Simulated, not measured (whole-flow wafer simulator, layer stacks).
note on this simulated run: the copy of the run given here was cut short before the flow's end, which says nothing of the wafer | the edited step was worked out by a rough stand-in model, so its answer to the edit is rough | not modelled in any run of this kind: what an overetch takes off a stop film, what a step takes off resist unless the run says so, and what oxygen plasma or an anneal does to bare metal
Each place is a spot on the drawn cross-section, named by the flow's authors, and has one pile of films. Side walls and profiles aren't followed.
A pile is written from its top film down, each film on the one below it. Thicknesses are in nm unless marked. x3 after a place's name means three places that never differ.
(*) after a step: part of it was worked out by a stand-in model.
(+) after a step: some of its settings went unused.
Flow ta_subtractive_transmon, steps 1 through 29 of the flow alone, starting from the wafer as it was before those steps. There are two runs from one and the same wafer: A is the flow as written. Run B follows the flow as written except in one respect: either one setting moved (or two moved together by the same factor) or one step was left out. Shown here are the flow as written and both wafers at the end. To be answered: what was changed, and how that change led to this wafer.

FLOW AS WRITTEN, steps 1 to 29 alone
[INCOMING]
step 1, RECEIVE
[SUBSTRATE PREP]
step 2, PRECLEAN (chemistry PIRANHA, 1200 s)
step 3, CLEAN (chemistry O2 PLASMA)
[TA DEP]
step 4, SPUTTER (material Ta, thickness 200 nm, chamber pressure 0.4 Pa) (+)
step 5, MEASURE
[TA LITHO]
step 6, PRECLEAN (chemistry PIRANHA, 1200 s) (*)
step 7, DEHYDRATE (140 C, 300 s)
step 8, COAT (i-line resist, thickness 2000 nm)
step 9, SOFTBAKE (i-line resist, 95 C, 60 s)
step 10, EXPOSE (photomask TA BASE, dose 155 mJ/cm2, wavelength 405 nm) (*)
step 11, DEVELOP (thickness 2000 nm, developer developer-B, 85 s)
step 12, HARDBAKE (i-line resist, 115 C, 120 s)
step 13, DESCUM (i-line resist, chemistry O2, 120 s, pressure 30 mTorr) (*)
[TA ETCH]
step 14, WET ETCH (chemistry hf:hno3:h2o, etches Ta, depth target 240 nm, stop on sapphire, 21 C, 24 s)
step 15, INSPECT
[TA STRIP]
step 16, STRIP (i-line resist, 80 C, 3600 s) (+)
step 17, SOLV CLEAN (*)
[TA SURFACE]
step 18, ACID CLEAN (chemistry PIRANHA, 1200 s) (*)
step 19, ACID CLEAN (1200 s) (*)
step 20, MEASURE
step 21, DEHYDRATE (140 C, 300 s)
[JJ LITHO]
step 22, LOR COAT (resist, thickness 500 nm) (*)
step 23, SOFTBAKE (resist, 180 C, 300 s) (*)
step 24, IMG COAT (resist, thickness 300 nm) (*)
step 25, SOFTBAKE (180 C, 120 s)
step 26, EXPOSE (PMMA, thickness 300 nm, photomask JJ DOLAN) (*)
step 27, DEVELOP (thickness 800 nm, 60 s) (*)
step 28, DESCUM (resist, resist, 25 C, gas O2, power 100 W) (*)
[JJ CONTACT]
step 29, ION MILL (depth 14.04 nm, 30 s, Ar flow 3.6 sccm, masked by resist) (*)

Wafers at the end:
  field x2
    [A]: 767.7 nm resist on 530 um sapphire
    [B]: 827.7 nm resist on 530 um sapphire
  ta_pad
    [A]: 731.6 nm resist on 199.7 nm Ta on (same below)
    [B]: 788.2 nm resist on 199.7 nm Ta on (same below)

The reason: step 24, IMG COAT: thickness 360 nm was run, while the flow as written has thickness 300 nm.

Step by step, how the change led to this:
  step 24, IMG COAT (resist, thickness 300 nm) (*)
      field x2, jj_line: A +300 resist | B +360 resist
      lead: A +312.6 resist | B +374.4 resist
      (as well as at 2 more places)
  step 27, DEVELOP (thickness 800 nm, 60 s) (*)
      jj_line: A -800 resist (all of it) | B -860 resist (all of it)
      lead: A -867.4 resist (all of it) | B -929.2 resist (all of it)
      (as well as at 1 more place)
